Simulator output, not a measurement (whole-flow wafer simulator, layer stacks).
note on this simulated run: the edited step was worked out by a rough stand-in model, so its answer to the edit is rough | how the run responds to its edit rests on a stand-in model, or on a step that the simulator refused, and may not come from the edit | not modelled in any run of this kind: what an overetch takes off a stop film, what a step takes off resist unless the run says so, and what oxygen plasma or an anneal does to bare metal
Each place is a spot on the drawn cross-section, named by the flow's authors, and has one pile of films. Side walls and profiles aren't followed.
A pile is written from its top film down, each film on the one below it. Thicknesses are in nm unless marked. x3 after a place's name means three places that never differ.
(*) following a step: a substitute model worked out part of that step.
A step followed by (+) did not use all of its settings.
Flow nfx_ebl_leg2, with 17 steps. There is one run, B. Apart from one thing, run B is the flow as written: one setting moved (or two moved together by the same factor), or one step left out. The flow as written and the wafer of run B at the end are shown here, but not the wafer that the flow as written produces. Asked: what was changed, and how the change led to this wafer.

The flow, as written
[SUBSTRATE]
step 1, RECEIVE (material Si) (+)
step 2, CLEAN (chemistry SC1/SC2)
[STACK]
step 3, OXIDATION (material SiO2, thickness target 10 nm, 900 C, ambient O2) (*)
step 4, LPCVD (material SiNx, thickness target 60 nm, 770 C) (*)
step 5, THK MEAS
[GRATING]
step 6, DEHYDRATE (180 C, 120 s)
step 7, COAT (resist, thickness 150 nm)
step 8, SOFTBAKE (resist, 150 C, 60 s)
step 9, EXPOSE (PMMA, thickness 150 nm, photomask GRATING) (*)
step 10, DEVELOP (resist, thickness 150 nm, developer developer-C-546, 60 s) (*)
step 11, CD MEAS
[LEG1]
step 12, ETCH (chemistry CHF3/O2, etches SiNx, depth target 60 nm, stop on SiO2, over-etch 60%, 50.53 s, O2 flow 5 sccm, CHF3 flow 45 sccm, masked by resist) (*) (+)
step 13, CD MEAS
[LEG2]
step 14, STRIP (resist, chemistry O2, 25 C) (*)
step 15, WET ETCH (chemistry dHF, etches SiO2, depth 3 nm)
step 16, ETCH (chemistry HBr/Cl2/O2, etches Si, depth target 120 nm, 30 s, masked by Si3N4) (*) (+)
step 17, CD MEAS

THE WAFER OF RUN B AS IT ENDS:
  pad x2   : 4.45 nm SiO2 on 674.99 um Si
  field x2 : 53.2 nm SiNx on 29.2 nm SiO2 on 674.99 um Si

Cause: step 3, OXIDATION: 1012 C was run, whereas the flow has 900 C.

Step by step, how the change led to this:
  step 3, OXIDATION (material SiO2, thickness target 10 nm, 900 C, ambient O2) (*)
      field x2, pad x2: +29.2 SiO2 (new film), -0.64 chemical SiO2 (all of it), -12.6 Si (as written it would have been: +10 SiO2 (new film), -0.64 chemical SiO2 (all of it), -4.12 Si)
  step 12, ETCH (chemistry CHF3/O2, etches SiNx, depth target 60 nm, stop on SiO2, over-etch 60%, 50.53 s, O2 flow 5 sccm, CHF3 flow 45 sccm, masked by resist) (*) (+)
      pad x2: -60 SiNx (all of it), -18 SiO2 (as written it would have been: -60 SiNx (all of it), -10 SiO2 (all of it))
  step 14, STRIP (resist, chemistry O2, 25 C) (*)
      pad x2: nothing (as written it would have been: +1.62 chemical SiO2 (new film), -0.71 Si)
  step 15, WET ETCH (chemistry dHF, etches SiO2, depth 3 nm)
      pad x2: -3 SiO2 (as written it would have been: -1.62 chemical SiO2 (all of it))
  step 16, ETCH (chemistry HBr/Cl2/O2, etches Si, depth target 120 nm, 30 s, masked by Si3N4) (*) (+)
      pad x2: -3.75 SiO2 (as written it would have been: -120 Si)
